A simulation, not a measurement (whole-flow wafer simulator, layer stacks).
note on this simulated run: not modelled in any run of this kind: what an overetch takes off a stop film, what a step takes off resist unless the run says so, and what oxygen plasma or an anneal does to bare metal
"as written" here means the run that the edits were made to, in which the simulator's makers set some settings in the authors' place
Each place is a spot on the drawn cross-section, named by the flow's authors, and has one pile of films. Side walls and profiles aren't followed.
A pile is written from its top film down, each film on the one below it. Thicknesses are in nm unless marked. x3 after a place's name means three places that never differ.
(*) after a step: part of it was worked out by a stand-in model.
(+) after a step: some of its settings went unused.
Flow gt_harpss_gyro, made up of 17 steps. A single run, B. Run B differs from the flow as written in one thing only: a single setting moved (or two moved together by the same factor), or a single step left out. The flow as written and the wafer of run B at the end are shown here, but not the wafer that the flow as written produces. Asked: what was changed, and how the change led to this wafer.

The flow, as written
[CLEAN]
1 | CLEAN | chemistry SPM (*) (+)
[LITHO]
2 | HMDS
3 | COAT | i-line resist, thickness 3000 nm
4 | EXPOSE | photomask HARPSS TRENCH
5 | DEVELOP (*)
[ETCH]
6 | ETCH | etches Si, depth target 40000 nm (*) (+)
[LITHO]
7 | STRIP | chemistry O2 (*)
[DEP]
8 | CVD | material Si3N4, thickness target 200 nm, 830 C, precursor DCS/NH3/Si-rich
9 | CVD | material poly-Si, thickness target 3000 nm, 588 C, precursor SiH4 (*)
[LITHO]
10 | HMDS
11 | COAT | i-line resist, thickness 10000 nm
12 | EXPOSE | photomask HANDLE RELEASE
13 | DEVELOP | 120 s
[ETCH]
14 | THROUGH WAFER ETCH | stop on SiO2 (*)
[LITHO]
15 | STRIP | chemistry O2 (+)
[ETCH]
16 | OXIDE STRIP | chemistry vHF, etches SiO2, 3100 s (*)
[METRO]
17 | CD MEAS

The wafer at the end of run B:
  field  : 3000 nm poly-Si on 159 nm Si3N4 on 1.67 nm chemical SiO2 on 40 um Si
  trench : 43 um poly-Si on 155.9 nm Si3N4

The reason: step 8, CVD: thickness target 159 nm was run, while the flow as written has thickness target 200 nm.
One can read it off the wafer: field has Si3N4 159, and step 8 as written asks for 200 nm.

The path from the change to this, step by step:
  8 | CVD | material Si3N4, thickness target 200 nm, 830 C, precursor DCS/NH3/Si-rich
      field: +159 Si3N4 (new film) (as written it would have been: +200 Si3N4 (new film))
      trench: +155.9 Si3N4 (new film) (as written it would have been: +195.9 Si3N4 (new film))
  9 | CVD | material poly-Si, thickness target 3000 nm, 588 C, precursor SiH4 (*)
      trench: +43 um poly-Si (new film) (as written it would have been: +43.01 um poly-Si (new film))
